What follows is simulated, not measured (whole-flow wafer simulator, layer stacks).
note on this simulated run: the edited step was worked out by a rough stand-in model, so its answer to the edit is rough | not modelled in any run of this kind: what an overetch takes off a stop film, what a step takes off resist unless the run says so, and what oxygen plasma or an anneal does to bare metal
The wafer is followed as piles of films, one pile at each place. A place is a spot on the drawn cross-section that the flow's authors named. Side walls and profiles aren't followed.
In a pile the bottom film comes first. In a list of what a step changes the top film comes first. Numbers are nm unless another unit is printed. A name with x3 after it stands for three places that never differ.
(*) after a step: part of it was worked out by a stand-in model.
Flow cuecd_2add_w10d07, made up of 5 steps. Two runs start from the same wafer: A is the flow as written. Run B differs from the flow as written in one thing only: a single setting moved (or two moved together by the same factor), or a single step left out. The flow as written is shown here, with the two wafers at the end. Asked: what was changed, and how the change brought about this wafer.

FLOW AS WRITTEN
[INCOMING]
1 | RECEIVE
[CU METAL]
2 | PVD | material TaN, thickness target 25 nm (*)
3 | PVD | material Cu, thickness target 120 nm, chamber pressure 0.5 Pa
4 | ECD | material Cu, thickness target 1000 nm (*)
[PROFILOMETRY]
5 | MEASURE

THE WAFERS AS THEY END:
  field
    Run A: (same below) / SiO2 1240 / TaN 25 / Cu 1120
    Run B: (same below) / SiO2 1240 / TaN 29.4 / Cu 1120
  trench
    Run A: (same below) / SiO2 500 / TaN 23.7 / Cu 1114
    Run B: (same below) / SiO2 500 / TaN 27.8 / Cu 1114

The reason: step 2, PVD: thickness target 29.4 nm was run, whereas the flow has thickness target 25 nm.
The wafer itself shows it: field has TaN 29.4, and step 2 as written asks for 25 nm.

How this came from the change, step by step:
  2 | PVD | material TaN, thickness target 25 nm (*)
      field: A +25 TaN (new film) | B +29.4 TaN (new film)
      trench: A +23.7 TaN (new film) | B +27.8 TaN (new film)
